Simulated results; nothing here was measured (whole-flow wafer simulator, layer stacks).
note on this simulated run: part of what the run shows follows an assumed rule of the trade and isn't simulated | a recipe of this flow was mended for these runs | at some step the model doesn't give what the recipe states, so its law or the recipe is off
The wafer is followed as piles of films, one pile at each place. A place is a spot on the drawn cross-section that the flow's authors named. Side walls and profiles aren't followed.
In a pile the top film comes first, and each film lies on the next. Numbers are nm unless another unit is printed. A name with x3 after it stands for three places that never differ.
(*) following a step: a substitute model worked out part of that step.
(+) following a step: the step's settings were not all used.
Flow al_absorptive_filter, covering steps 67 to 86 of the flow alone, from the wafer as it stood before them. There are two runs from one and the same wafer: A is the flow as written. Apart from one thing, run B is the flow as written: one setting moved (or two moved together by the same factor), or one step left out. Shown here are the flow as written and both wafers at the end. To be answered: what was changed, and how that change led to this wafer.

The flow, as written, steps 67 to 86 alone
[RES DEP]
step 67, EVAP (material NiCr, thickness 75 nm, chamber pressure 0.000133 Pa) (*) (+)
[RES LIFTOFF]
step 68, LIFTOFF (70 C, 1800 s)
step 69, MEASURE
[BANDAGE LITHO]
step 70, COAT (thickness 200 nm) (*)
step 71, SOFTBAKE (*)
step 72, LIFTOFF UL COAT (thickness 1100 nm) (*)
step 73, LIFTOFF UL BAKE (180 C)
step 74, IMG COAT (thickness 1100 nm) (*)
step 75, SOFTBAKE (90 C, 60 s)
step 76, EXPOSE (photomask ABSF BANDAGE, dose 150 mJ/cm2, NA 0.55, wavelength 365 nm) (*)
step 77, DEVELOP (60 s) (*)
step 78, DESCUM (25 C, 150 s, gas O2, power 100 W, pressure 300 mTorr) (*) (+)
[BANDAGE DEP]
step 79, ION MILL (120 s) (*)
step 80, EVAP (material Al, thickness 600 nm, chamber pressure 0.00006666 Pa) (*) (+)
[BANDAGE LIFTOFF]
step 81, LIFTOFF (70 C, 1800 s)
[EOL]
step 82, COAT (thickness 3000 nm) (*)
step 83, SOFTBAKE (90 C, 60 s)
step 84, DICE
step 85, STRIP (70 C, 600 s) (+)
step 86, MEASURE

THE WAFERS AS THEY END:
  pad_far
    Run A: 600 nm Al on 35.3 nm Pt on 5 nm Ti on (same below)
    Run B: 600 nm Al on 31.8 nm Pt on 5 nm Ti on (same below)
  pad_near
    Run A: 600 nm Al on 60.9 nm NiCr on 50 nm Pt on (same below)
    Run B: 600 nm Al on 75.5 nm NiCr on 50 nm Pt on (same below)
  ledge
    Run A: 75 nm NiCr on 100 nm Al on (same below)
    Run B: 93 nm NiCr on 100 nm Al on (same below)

What caused this: step 67, EVAP: thickness 93 nm was run, though the flow has thickness 75 nm; step 79, ION MILL: 149 s was run, where the flow has 120 s.
The wafer itself shows it: ledge has NiCr 93, and step 67 as written asks for 75 nm.

How this came from the change, step by step:
  step 67, EVAP (material NiCr, thickness 75 nm, chamber pressure 0.000133 Pa) (*) (+)
      gnd, pad_far, ledge and 9 more: A +75 NiCr (new film) | B +93 NiCr (new film)
      pad_near, res: A +74.2 NiCr (new film) | B +92 NiCr (new film)
  step 68, LIFTOFF (70 C, 1800 s)
      xa_field, xl_land, idc_field: A -75 NiCr (all of it), -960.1 i-line-resist (all of it), -1100 lift-off-underlayer (all of it), -200 acrylic-e-beam-resist (all of it) | B -93 NiCr (all of it), -960.1 i-line-resist (all of it), -1100 lift-off-underlayer (all of it), -200 acrylic-e-beam-resist (all of it)
      gnd: A -75 NiCr (all of it), -959.5 i-line-resist (all of it), -1100.9 lift-off-underlayer (all of it), -200.6 acrylic-e-beam-resist (all of it) | B -93 NiCr (all of it), -959.5 i-line-resist (all of it), -1100.9 lift-off-underlayer (all of it), -200.6 acrylic-e-beam-resist (all of it)
      (and at 7 other places as well)
  step 79, ION MILL (120 s) (*)
      gnd, ledge, res and 9 more: A -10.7 i-line-resist | B -13.2 i-line-resist
      pad_far: A -14.7 Pt | B -18.2 Pt
      (and at 1 other place as well)
  step 83, SOFTBAKE (90 C, 60 s)
      gnd: A +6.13 i-line-resist | B +6.74 i-line-resist
      pad_near: A -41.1 i-line-resist | B -42.1 i-line-resist
      (and at 2 other places as well)
